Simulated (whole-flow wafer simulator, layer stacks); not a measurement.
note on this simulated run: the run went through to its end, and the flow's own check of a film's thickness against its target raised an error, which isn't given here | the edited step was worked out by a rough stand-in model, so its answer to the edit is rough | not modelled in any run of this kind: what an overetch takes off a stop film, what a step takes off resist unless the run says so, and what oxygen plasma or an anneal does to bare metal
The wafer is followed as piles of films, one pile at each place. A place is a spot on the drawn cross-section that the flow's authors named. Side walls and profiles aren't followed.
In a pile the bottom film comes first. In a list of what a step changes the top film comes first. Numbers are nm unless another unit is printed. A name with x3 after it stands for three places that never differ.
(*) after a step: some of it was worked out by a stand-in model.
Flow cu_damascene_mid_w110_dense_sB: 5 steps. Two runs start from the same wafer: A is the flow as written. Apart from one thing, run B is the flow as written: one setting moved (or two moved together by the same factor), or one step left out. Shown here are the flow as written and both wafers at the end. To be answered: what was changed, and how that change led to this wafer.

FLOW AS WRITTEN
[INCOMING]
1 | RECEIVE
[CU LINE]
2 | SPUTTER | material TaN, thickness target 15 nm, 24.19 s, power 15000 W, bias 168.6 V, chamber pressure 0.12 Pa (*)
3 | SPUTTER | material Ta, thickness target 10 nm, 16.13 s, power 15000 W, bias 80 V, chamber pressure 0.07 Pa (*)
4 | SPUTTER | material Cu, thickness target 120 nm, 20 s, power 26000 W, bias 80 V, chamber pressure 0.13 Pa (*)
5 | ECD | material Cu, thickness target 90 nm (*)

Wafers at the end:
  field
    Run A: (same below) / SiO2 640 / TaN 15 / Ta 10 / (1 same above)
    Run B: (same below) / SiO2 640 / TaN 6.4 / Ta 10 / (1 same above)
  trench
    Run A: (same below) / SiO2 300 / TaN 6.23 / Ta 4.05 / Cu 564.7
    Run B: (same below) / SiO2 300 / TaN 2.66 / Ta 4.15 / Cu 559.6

The reason: step 2, SPUTTER: thickness target 6.4 nm was run, whereas the flow has thickness target 15 nm; step 2, SPUTTER: 10.28 s was run, where the flow has 24.19 s.
One can read it off the wafer: field has TaN 6.4, and step 2 as written asks for 15 nm.

How this came from the change, step by step:
  2 | SPUTTER | material TaN, thickness target 15 nm, 24.19 s, power 15000 W, bias 168.6 V, chamber pressure 0.12 Pa (*)
      field: A TaN gains 15 (new film) | B TaN gains 6.4 (new film)
      trench: A TaN gains 6.23 (new film) | B TaN gains 2.66 (new film)
  4 | SPUTTER | material Cu, thickness target 120 nm, 20 s, power 26000 W, bias 80 V, chamber pressure 0.13 Pa (*)
      trench: A Cu gains 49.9 (new film) | B Cu gains 51.3 (new film)
